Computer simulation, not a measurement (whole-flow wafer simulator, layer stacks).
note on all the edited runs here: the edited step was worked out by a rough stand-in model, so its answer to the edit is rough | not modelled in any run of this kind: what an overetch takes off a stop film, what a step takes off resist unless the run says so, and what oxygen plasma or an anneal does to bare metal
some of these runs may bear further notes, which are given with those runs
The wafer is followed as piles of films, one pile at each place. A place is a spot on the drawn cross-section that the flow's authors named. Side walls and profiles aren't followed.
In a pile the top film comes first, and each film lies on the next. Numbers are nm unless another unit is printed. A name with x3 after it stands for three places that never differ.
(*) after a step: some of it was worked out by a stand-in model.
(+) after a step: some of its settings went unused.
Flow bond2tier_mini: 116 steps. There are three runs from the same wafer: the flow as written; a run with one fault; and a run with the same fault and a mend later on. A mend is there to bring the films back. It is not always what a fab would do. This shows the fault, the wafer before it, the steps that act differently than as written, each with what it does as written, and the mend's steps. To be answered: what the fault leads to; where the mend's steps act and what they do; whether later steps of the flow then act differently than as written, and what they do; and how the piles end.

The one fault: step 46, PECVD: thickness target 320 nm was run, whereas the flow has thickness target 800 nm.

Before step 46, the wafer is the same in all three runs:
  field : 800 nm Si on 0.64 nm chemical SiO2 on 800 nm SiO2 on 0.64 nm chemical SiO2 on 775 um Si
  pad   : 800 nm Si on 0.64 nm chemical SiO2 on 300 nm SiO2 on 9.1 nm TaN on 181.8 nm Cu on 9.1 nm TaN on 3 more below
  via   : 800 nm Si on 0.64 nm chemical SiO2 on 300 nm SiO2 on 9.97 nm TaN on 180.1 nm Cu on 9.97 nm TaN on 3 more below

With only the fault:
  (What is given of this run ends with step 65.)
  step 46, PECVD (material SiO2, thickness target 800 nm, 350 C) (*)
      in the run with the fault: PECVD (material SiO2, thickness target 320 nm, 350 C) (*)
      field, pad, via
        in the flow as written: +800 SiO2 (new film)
        in the run with the fault: +320 SiO2 (new film)
  Steps later in the flow that act otherwise than as written (1 more step, not shown, differs only slightly: by at most 2% or 0.5 nm, whichever is larger):
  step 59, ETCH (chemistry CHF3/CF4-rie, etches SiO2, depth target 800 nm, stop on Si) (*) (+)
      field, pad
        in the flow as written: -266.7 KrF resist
        in the run with the fault: -141.5 KrF resist
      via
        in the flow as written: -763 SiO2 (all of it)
        in the run with the fault: -283 SiO2 (all of it)
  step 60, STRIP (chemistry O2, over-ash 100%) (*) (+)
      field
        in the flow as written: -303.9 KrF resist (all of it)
        in the run with the fault: -429.1 KrF resist (all of it)
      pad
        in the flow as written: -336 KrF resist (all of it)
        in the run with the fault: -461.1 KrF resist (all of it)
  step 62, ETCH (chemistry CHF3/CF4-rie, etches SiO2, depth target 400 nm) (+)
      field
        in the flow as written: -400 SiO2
        in the run with the fault: -312 SiO2 (all of it), -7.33 Si
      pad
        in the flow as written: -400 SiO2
        in the run with the fault: -275 SiO2 (all of it), -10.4 Si
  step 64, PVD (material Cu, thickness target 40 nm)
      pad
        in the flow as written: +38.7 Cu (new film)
        in the run with the fault: +40 Cu (new film)
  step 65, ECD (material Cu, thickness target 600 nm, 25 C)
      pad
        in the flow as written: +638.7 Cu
        in the run with the fault: +603.1 Cu
  The piles after step 65 differ from the flow's at field, pad by more than 2% or 0.5 nm, whichever is larger.
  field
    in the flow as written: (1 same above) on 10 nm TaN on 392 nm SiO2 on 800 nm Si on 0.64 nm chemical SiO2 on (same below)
    in the run with the fault: (1 same above) on 10 nm TaN on 792.7 nm Si on 0.64 nm chemical SiO2 on (same below)
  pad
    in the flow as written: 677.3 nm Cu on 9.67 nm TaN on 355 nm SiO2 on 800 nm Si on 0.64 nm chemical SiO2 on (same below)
    in the run with the fault: 643.1 nm Cu on 10 nm TaN on 789.6 nm Si on 0.64 nm chemical SiO2 on (same below)

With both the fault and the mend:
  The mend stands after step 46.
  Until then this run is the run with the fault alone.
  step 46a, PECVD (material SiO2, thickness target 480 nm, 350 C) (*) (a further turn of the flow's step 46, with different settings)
      field, pad, via
        +480 SiO2
  Every later step of the flow that is run acts as written at every place that is followed.
  At every place that both follow, the piles at the end match the flow's.
